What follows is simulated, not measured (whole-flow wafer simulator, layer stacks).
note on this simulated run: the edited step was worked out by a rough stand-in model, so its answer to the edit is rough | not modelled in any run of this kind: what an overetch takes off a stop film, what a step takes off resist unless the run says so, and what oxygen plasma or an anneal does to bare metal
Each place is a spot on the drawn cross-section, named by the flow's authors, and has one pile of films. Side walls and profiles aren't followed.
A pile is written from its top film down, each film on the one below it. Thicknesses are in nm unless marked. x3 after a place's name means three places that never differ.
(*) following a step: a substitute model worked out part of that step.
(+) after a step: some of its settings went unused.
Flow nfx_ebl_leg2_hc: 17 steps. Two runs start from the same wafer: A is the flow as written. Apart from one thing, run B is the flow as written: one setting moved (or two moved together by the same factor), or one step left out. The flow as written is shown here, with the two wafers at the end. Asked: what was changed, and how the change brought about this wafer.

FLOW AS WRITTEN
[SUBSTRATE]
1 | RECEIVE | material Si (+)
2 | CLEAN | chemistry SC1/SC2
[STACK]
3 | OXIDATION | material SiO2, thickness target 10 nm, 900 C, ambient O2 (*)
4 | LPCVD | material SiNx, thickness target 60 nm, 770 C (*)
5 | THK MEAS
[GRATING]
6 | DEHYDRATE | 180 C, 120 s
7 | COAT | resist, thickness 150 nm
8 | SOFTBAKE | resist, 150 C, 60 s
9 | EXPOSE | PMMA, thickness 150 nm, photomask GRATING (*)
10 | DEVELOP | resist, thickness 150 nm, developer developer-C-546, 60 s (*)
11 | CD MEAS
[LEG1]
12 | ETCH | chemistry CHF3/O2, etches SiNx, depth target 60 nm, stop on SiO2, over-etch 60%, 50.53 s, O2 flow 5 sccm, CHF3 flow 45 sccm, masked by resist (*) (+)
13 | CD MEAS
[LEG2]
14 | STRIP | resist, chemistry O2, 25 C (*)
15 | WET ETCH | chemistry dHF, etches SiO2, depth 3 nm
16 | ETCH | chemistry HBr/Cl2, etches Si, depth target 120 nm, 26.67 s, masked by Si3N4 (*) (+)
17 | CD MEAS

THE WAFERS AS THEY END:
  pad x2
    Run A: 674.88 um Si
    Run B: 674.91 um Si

Cause: step 16, ETCH: depth target 87 nm was run, though the flow has depth target 120 nm.

How this came from the change, step by step:
  16 | ETCH | chemistry HBr/Cl2, etches Si, depth target 120 nm, 26.67 s, masked by Si3N4 (*) (+)
      pad x2: A -120 Si | B -87 Si
